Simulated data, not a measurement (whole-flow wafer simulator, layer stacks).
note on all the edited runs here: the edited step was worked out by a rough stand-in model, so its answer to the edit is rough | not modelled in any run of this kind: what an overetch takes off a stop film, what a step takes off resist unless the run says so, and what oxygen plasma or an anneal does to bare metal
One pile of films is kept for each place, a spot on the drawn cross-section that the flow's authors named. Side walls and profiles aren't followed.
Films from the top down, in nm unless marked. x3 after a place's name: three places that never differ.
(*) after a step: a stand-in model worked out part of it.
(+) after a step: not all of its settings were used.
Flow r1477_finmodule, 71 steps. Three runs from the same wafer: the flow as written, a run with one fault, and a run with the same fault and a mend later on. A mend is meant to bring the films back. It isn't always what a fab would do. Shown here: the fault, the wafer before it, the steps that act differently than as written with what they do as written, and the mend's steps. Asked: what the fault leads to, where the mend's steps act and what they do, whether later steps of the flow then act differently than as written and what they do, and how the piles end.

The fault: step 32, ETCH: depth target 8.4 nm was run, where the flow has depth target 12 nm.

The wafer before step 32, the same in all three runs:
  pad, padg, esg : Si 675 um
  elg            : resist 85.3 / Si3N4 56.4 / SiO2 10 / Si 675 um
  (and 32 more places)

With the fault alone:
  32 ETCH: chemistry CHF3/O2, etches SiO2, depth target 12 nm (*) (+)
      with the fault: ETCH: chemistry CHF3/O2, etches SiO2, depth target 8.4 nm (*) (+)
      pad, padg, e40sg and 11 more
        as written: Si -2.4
        with the fault: Si -1.68
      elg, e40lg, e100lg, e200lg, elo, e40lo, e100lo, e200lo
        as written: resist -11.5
        with the fault: resist -8.05
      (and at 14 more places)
  Later steps of the flow that act differently than as written (4 more steps differ only slightly, by at most 2% or 0.5 nm, whichever is larger, and aren't shown):
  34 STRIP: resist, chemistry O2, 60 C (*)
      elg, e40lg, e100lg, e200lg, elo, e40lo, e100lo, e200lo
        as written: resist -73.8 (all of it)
        with the fault: resist -77.2 (all of it)
  At the end the piles differ from the flow's only slightly at the places that both follow, by at most 2% or 0.5 nm, whichever is larger.

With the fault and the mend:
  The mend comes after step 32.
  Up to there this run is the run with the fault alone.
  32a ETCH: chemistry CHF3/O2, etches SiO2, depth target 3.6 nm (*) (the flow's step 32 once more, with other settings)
      pad, padg, e40sg and 11 more
        Si -0.72
      elg, e40lg, e100lg, e200lg, elo, e40lo, e100lo, e200lo
        resist -3.45
      s40sg_line, s45sg_line, s50sg_line, s40so_line, s45so_line, s50so_line
        SiO2 -3.6
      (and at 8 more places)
  No later step of the flow acts differently than as written, at any place that is followed, by more than 2% or 0.5 nm, whichever is larger.
  At the end the piles differ from the flow's only slightly at the places that both follow, by at most 2% or 0.5 nm, whichever is larger.
